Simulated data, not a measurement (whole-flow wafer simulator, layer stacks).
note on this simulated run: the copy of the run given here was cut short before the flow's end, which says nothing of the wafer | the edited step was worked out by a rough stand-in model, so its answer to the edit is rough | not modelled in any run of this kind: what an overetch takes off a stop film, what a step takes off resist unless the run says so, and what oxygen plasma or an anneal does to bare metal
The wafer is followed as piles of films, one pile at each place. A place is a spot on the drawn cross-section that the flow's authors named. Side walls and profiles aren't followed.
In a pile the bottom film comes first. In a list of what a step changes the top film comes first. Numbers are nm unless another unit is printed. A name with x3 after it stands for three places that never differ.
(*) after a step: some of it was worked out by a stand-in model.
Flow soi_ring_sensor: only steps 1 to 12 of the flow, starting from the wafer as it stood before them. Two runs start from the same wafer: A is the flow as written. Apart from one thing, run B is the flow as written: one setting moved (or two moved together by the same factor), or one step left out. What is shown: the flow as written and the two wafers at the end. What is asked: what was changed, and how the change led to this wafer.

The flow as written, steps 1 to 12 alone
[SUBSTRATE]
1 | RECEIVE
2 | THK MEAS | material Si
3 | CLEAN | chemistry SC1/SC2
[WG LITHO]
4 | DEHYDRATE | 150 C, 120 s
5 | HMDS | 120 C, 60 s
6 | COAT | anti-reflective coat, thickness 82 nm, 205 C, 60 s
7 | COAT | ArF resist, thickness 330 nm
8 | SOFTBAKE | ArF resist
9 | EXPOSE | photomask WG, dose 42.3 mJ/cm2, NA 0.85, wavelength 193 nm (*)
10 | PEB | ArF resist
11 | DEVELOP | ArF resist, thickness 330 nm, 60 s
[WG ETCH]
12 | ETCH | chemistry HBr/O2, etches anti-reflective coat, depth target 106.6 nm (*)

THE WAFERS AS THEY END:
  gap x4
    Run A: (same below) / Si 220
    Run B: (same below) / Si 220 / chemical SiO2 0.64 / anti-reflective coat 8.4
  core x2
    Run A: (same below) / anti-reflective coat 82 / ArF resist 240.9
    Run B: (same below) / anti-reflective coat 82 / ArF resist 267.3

What caused this: step 12, ETCH: depth target 73.6 nm was run, while the flow as written has depth target 106.6 nm.

The path from the change to this, step by step:
  12 | ETCH | chemistry HBr/O2, etches anti-reflective coat, depth target 106.6 nm (*)
      gap x4: A -82 anti-reflective coat (all of it), -0.64 chemical SiO2 (all of it) | B -73.6 anti-reflective coat
      core x2: A -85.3 ArF resist | B -58.9 ArF resist
